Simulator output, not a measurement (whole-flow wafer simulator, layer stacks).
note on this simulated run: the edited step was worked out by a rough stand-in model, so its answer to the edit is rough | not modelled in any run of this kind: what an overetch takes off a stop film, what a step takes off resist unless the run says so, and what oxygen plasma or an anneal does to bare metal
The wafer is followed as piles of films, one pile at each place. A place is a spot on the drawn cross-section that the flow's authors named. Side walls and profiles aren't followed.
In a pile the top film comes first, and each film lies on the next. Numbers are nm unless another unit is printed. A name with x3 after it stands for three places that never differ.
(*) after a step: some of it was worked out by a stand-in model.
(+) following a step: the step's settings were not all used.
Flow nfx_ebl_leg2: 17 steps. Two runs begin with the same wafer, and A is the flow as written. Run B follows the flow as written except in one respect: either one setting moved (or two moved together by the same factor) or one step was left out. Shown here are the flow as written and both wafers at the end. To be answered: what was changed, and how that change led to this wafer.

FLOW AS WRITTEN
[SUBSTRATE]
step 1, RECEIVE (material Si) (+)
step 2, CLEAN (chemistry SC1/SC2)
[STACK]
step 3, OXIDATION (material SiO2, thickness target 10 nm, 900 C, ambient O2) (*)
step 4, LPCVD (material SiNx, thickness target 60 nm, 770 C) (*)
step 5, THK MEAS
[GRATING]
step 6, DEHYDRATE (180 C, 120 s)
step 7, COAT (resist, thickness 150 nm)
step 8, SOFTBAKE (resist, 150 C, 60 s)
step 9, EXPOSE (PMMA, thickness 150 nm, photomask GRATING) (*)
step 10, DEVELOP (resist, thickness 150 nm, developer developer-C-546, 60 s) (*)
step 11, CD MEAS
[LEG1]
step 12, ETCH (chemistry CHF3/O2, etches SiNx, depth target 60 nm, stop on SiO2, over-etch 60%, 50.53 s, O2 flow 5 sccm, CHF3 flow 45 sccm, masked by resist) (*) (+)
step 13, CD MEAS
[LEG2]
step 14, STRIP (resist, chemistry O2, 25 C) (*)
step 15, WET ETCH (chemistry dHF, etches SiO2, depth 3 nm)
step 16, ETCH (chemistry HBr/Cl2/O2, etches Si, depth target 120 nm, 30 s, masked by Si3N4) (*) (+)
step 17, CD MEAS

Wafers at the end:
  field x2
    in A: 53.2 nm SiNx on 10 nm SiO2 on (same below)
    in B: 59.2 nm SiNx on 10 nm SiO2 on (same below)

What caused this: step 4, LPCVD: thickness target 66 nm was run, while the flow as written has thickness target 60 nm.

Step by step, how the change led to this:
  step 4, LPCVD (material SiNx, thickness target 60 nm, 770 C) (*)
      field x2, pad x2: A +60 SiNx (new film) | B +66 SiNx (new film)
  step 12, ETCH (chemistry CHF3/O2, etches SiNx, depth target 60 nm, stop on SiO2, over-etch 60%, 50.53 s, O2 flow 5 sccm, CHF3 flow 45 sccm, masked by resist) (*) (+)
      pad x2: A -60 SiNx (all of it), -10 SiO2 (all of it) | B -66 SiNx (all of it), -10 SiO2 (all of it)
